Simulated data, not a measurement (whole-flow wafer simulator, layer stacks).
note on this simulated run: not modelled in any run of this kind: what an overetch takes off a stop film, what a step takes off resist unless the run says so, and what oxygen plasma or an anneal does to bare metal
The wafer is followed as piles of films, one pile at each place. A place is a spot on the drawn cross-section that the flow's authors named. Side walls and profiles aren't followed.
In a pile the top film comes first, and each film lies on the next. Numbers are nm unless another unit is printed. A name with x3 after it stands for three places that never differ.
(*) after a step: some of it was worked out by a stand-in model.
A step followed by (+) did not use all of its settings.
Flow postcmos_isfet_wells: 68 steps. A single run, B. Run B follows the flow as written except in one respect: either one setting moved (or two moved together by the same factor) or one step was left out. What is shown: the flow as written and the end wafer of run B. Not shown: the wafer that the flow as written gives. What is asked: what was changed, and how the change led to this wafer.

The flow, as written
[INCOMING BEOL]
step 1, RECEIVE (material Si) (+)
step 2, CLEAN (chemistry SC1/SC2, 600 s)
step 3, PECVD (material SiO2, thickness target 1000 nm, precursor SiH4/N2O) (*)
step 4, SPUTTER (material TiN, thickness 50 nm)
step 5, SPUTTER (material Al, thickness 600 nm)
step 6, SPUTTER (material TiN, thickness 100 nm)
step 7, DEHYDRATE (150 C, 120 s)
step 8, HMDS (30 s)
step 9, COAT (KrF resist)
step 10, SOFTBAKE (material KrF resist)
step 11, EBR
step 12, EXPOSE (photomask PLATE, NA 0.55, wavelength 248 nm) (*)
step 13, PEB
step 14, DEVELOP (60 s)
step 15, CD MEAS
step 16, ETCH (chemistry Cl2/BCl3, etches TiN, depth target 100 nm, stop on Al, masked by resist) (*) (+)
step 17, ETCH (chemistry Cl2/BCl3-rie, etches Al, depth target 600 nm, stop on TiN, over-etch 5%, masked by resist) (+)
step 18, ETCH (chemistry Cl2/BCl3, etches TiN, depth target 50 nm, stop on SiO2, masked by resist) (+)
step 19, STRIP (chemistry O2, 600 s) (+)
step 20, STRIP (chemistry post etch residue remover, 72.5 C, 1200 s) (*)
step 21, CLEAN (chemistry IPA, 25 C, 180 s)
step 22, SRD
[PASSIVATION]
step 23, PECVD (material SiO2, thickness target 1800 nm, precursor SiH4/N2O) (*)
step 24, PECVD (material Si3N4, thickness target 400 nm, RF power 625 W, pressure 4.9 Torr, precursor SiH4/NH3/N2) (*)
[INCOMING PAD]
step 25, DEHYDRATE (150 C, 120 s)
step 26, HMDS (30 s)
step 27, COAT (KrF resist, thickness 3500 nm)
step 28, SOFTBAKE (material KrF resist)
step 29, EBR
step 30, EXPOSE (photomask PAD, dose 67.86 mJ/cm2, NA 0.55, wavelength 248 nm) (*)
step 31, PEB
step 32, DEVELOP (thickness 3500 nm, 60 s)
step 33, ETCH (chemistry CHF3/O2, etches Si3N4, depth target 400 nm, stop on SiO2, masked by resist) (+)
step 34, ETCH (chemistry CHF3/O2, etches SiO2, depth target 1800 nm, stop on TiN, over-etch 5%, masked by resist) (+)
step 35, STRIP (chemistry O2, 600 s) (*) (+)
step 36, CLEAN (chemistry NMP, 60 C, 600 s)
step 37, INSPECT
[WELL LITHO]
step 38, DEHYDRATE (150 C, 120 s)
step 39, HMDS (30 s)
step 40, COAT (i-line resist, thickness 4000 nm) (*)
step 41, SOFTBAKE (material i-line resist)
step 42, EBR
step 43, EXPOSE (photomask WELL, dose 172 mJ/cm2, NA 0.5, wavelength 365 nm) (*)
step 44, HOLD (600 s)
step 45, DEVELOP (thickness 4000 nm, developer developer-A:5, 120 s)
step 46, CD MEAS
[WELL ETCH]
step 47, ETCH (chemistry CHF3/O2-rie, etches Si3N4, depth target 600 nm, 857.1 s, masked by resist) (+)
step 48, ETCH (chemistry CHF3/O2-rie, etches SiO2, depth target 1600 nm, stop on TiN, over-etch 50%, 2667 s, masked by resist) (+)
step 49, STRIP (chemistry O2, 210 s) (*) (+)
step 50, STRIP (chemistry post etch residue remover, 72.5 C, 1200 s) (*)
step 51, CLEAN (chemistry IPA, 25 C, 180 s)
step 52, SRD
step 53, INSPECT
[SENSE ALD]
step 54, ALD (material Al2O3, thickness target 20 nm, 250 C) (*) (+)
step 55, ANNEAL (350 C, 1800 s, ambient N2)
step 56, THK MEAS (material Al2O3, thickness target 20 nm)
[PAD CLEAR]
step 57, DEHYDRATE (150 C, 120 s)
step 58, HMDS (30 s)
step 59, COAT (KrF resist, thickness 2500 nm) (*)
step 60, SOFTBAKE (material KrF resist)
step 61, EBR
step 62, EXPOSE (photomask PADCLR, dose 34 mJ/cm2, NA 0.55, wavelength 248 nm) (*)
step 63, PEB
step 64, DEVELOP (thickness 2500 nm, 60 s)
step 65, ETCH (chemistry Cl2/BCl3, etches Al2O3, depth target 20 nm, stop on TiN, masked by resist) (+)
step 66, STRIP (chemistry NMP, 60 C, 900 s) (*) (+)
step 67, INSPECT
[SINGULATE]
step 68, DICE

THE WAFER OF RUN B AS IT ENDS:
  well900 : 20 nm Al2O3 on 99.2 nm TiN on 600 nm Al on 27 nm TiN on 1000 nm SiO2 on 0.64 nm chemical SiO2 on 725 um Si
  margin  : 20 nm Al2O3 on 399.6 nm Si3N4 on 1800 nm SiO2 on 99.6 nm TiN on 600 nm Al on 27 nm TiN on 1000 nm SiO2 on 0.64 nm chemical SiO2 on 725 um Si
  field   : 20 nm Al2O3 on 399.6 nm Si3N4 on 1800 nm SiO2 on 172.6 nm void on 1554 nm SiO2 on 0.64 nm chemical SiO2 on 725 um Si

Cause: step 4, SPUTTER: thickness 27 nm was run, while the flow as written has thickness 50 nm.
The wafer lets one read it off: well900 has TiN 27, and step 4 as written asks for 50 nm.

The path from the change to this, step by step:
  step 4, SPUTTER (material TiN, thickness 50 nm)
      field, margin, well900, well1300 x3, pad_rim, pad_clr, pad_open: TiN gains 27 (new film) (it would be, as written: TiN gains 50 (new film))
  step 18, ETCH (chemistry Cl2/BCl3, etches TiN, depth target 50 nm, stop on SiO2, masked by resist) (+)
      margin, well900, well1300 x3, pad_rim, pad_clr, pad_open: KrF resist loses 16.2 (it would be, as written: KrF resist loses 20)
      field: TiN loses 27 (all of it) (it would be, as written: TiN loses 50 (all of it))
  step 23, PECVD (material SiO2, thickness target 1800 nm, precursor SiH4/N2O) (*)
      field: SiO2 gains 1800 (new film), void gains 172.6 (new film), SiO2 gains 554 (it would be, as written: SiO2 gains 1800 (new film), void gains 189.9 (new film), SiO2 gains 559.7)
